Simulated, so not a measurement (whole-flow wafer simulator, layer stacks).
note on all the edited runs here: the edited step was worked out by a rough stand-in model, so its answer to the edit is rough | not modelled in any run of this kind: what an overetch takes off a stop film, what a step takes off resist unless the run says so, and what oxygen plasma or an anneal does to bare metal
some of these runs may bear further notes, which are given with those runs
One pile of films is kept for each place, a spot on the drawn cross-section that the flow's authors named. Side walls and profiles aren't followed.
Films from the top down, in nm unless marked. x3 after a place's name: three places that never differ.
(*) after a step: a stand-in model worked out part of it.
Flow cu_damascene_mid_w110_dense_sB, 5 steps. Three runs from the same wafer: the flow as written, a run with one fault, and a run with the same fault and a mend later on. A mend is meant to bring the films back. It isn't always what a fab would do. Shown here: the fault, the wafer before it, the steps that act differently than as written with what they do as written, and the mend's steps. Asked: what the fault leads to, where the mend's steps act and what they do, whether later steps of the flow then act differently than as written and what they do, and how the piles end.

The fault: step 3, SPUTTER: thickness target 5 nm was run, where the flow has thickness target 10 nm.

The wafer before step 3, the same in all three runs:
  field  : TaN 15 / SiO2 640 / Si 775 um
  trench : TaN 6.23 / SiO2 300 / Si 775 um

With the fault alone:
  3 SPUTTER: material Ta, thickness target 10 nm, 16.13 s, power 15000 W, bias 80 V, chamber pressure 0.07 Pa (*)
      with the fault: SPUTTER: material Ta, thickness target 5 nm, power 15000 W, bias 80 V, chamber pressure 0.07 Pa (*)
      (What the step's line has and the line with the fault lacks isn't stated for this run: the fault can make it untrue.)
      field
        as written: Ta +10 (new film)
        with the fault: Ta +5 (new film)
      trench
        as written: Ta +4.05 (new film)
        with the fault: Ta +2.02 (new film)
  No later step of the flow acts differently than as written, at any place that is followed, by more than 2% or 0.5 nm, whichever is larger.
  At the end the piles differ from the flow's by more than 2% or 0.5 nm, whichever is larger, at field, trench.
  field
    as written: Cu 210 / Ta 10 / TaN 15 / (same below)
    with the fault: Cu 210 / Ta 5 / TaN 15 / (same below)
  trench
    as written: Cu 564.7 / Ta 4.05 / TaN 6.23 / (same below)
    with the fault: Cu 561.7 / Ta 2.02 / TaN 6.23 / (same below)

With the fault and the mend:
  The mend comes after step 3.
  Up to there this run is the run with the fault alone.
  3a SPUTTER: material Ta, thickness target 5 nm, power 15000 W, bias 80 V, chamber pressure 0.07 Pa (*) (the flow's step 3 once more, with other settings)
      field
        Ta +5
      trench
        Ta +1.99
  No later step of the flow acts differently than as written at any place that is followed.
  At the end the piles differ from the flow's only slightly at the places that both follow, by at most 2% or 0.5 nm, whichever is larger.
